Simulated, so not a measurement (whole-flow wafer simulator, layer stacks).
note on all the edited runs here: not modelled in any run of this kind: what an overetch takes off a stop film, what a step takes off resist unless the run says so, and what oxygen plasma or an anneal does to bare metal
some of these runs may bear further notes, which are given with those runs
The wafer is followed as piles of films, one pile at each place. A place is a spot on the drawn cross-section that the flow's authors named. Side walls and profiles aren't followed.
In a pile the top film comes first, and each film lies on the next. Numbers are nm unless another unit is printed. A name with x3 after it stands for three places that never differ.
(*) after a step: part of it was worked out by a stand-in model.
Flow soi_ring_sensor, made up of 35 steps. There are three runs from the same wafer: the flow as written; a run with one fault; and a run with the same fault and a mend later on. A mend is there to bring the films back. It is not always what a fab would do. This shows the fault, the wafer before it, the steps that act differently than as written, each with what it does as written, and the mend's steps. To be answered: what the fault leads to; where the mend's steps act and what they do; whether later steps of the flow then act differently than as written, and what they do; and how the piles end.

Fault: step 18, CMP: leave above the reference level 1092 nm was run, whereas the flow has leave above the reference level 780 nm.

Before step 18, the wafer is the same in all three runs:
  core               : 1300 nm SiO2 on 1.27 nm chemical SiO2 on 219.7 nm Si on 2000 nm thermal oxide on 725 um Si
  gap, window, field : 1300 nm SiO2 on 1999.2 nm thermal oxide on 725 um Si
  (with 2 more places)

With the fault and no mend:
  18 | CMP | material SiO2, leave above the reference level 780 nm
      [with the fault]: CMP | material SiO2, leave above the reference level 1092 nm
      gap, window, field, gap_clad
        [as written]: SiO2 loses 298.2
        [with the fault]: nothing
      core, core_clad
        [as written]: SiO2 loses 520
        [with the fault]: SiO2 loses 208
  Steps later in the flow that act otherwise than as written (5 other steps are not shown; they differ only slightly, by no more than 2% or 0.5 nm, whichever is larger):
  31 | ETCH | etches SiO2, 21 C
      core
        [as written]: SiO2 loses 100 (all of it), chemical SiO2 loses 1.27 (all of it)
        [with the fault]: SiO2 loses 412 (all of it), chemical SiO2 loses 1.27 (all of it)
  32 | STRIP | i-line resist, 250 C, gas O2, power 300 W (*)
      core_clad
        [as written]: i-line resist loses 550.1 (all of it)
        [with the fault]: i-line resist loses 538.6 (all of it)
  By the end, the piles at field, core_clad depart from the flow's by more than 2% or 0.5 nm, whichever is larger.
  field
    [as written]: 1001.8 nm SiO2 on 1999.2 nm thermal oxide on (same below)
    [with the fault]: 1300 nm SiO2 on 1999.2 nm thermal oxide on (same below)
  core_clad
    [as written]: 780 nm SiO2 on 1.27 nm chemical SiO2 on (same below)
    [with the fault]: 1092 nm SiO2 on 1.27 nm chemical SiO2 on (same below)

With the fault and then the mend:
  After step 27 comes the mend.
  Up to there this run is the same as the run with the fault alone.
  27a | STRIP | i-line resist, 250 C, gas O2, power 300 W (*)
      field
        i-line resist loses 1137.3 (all of it)
      core_clad
        i-line resist loses 1125.6 (all of it)
      gap_clad
        i-line resist loses 1138.7 (all of it)
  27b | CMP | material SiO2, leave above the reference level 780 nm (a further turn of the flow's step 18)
      gap, window, field, gap_clad
        SiO2 loses 298.2
      core, core_clad
        SiO2 loses 312
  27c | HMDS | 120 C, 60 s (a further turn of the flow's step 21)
      alters no film at any place that is followed
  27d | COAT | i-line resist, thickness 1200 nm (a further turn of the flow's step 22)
      core, gap, window, field, core_clad, gap_clad
        i-line resist gains 1200 (new film)
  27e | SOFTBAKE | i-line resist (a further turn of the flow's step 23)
      alters no film at any place that is followed
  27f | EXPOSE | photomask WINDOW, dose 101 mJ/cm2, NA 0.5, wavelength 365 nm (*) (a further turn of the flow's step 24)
      alters no film at any place that is followed
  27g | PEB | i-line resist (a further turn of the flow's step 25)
      core, gap, window, field, core_clad, gap_clad
        i-line resist loses 62.8
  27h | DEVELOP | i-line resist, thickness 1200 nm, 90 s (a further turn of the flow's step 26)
      core, gap, window
        i-line resist loses 1137.2 (all of it)
      field, core_clad, gap_clad
        i-line resist loses 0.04
  Every later step of the flow that is run acts as written at every place that is followed.
  The piles end the same as the flow's at every place that both follow.
